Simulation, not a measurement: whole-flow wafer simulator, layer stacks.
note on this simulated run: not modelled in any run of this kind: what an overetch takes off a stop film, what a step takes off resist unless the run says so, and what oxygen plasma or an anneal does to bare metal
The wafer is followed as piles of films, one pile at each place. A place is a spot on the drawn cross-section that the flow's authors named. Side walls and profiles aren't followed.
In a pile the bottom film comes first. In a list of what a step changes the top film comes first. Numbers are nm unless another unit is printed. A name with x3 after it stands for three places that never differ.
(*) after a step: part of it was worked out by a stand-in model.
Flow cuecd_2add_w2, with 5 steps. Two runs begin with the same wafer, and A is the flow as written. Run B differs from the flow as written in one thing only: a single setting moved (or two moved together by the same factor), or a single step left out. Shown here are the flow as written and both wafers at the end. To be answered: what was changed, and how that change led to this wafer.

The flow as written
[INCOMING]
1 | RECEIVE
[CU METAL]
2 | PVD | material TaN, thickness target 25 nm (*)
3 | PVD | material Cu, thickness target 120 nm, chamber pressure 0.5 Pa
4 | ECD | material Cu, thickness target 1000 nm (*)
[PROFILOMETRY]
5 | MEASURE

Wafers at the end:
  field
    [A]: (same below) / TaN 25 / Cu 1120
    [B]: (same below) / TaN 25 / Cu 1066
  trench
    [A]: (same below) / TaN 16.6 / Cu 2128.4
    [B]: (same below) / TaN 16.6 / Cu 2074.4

Cause: step 3, PVD: thickness target 66 nm was run, though the flow has thickness target 120 nm.

Step by step, how the change led to this:
  3 | PVD | material Cu, thickness target 120 nm, chamber pressure 0.5 Pa
      field: A +120 Cu (new film) | B +66 Cu (new film)
      trench: A +80.8 Cu (new film) | B +44.6 Cu (new film)
